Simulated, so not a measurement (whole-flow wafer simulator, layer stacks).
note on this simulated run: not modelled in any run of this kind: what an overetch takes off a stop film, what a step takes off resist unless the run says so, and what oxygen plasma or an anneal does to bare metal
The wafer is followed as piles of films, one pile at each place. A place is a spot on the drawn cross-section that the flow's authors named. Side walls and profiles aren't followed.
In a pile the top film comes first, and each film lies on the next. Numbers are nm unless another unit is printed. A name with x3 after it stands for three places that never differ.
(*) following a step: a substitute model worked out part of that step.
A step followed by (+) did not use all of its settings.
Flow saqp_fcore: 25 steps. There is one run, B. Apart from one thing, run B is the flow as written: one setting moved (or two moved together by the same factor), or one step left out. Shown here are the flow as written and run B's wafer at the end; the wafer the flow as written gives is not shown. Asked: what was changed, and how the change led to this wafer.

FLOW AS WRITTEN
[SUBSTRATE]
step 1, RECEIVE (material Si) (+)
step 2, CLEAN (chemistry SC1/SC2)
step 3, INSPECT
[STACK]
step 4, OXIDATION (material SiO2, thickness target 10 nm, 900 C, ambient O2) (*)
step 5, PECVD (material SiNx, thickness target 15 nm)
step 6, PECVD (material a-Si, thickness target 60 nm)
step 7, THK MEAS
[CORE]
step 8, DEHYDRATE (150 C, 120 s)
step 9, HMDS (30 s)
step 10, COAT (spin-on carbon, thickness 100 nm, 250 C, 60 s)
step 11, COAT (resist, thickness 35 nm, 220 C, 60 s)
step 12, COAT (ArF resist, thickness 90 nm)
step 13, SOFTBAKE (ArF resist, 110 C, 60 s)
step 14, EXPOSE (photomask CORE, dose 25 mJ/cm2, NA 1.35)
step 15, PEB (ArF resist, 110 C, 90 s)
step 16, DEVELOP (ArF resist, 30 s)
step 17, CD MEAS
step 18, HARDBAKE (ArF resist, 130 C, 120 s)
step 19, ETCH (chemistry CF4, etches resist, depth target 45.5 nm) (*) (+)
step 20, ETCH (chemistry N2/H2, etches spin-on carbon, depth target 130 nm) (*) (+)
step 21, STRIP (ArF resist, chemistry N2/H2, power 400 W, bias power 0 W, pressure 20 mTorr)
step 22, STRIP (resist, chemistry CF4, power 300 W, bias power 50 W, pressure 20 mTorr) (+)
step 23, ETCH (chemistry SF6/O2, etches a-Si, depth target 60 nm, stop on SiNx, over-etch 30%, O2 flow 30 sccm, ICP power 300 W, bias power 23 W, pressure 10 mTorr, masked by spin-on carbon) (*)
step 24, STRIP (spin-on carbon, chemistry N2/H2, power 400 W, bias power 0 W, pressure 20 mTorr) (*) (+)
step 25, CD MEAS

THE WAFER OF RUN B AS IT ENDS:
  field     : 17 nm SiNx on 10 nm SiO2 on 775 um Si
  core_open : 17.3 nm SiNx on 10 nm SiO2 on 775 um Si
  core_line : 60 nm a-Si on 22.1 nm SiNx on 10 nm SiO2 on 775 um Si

The reason: step 5, PECVD: thickness target 22.1 nm was run, whereas the flow has thickness target 15 nm.
The wafer lets one read it off: core_line has SiNx 22.1, and step 5 as written asks for 15 nm.

Step by step, how the change led to this:
  step 5, PECVD (material SiNx, thickness target 15 nm)
      field, core_open, core_line: +22.1 SiNx (new film) (as written it would have been: +15 SiNx (new film))
